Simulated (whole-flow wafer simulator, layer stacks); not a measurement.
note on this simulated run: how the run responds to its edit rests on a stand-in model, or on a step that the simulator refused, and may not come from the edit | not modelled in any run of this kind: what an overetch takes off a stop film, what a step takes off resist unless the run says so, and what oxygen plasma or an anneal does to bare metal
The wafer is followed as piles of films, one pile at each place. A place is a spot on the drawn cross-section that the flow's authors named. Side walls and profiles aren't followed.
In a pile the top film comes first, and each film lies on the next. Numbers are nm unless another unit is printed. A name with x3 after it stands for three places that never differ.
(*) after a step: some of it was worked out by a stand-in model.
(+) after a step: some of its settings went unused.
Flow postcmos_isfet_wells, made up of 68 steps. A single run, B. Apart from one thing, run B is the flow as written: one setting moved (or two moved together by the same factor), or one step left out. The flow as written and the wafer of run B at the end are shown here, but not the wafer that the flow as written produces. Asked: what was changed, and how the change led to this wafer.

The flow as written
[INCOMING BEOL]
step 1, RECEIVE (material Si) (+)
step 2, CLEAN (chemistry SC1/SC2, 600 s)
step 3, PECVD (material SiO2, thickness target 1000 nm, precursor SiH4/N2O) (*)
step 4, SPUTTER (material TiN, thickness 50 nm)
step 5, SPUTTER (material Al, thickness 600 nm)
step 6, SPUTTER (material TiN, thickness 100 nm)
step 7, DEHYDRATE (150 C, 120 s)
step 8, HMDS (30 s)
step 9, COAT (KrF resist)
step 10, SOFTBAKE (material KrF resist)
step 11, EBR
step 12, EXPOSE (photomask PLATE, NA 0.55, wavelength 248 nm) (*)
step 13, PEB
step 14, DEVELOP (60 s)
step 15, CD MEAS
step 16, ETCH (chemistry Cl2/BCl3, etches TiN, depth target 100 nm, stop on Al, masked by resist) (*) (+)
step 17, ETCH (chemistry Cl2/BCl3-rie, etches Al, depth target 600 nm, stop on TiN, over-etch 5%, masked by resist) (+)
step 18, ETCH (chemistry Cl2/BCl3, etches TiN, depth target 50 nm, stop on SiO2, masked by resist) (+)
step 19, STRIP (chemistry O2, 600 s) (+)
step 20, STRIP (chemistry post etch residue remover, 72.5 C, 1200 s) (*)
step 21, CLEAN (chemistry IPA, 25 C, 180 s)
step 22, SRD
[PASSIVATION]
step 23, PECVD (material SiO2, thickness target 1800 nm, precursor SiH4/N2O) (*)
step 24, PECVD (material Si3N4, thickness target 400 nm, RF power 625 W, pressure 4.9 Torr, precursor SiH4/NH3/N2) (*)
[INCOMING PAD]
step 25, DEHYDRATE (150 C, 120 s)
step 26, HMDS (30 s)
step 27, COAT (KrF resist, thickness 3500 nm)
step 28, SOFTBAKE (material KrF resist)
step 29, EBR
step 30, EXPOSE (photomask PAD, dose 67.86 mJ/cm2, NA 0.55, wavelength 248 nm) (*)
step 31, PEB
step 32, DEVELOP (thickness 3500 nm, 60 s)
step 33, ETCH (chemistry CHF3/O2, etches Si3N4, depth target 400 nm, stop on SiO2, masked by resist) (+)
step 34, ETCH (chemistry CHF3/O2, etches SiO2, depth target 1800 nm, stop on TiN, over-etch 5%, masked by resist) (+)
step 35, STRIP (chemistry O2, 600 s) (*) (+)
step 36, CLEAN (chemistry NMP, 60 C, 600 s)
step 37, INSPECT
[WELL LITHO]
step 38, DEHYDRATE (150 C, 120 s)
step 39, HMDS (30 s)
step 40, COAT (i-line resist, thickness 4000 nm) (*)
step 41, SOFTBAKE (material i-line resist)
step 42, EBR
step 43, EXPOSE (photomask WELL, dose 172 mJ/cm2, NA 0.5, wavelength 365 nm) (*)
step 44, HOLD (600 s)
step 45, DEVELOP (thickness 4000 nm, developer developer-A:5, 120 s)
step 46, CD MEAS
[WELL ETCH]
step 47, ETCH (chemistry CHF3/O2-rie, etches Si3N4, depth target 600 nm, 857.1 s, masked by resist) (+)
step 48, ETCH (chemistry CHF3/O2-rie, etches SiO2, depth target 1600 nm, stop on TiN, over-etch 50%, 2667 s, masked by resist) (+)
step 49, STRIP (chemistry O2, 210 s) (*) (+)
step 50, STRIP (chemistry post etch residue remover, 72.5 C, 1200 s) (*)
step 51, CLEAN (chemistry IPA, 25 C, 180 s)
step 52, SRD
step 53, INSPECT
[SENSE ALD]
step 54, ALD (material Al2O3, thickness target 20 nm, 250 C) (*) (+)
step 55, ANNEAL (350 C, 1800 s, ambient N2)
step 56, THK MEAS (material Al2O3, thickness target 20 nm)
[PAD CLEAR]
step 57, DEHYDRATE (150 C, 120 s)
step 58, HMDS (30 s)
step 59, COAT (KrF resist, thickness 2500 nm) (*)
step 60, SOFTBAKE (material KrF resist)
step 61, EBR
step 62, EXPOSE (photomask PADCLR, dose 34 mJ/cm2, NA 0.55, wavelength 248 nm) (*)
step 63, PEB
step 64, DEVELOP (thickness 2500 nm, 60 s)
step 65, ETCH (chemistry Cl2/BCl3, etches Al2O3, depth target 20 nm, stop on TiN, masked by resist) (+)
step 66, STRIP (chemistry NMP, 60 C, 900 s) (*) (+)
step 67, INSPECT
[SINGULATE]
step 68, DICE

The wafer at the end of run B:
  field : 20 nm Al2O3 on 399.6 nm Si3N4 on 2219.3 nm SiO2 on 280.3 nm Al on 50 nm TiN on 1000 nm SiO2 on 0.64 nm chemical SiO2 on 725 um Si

Cause: step 17, ETCH: depth target 264 nm was run, though the flow has depth target 600 nm.

How this came from the change, step by step:
  step 17, ETCH (chemistry Cl2/BCl3-rie, etches Al, depth target 600 nm, stop on TiN, over-etch 5%, masked by resist) (+)
      field: -264 Al (it would be, as written: -600 Al (all of it))
      margin, well900, well1300 x3, pad_rim, pad_clr, pad_open: -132 KrF resist (it would be, as written: -300 KrF resist)
  step 18, ETCH (chemistry Cl2/BCl3, etches TiN, depth target 50 nm, stop on SiO2, masked by resist) (+)
      field: -50 Al (it would be, as written: -50 TiN (all of it))
  step 19, STRIP (chemistry O2, 600 s) (+)
      margin, well900, well1300 x3, pad_rim, pad_clr, pad_open: -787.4 KrF resist (all of it) (it would be, as written: -619.4 KrF resist (all of it))
  step 20, STRIP (chemistry post etch residue remover, 72.5 C, 1200 s) (*)
      field: -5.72 Al (it would be, as written: nothing)
  step 23, PECVD (material SiO2, thickness target 1800 nm, precursor SiH4/N2O) (*)
      field: +2219.3 SiO2 (new film) (it would be, as written: +1800 SiO2 (new film), +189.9 void (new film), +559.7 SiO2)
If metal films that touch count as one body, field has 1 body; the flow as written gives 0 bodies.
